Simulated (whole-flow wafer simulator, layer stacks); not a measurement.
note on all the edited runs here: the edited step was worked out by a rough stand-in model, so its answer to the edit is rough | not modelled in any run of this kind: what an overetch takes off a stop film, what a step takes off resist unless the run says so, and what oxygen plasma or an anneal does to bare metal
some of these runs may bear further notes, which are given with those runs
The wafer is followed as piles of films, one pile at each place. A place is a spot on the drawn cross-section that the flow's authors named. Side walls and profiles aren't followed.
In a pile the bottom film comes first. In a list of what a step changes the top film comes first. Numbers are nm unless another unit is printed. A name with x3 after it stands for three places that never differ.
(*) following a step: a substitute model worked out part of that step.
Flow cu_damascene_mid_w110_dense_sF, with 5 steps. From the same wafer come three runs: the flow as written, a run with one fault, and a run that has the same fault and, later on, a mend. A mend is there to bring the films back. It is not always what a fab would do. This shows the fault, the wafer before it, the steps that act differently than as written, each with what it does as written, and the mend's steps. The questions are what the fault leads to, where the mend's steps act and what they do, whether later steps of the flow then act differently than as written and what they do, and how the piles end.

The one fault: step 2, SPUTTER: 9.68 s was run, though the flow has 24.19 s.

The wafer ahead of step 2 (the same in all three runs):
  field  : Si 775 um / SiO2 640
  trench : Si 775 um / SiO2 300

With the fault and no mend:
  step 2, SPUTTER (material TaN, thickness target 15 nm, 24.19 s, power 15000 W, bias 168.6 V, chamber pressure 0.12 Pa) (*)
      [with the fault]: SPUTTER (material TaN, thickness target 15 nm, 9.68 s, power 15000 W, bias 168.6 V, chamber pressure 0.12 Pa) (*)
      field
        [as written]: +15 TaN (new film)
        [with the fault]: +6 TaN (new film)
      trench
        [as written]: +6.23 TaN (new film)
        [with the fault]: +2.49 TaN (new film)
  Steps further on in the flow that do not act as written (2 more steps, not shown, differ only slightly: by at most 2% or 0.5 nm, whichever is larger):
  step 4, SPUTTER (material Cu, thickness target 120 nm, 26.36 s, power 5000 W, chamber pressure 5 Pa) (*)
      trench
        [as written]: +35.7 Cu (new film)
        [with the fault]: +36.8 Cu (new film)
  By the end, the piles at field, trench depart from the flow's by more than 2% or 0.5 nm, whichever is larger.
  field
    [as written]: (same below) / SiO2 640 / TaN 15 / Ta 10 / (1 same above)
    [with the fault]: (same below) / SiO2 640 / TaN 6 / Ta 10 / (1 same above)
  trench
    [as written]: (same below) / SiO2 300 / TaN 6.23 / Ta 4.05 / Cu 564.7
    [with the fault]: (same below) / SiO2 300 / TaN 2.49 / Ta 4.16 / Cu 559.3

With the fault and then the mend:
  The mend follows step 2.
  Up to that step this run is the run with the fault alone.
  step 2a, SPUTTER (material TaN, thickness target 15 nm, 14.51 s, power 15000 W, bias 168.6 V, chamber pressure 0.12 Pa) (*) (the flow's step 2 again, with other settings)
      field
        +9 TaN
      trench
        +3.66 TaN
  Every later step of the flow that is run acts as written, at every place that is followed, to within 2% or 0.5 nm, whichever is larger.
  The piles end only slightly different from the flow's at the places that both follow, by no more than 2% or 0.5 nm, whichever is larger.
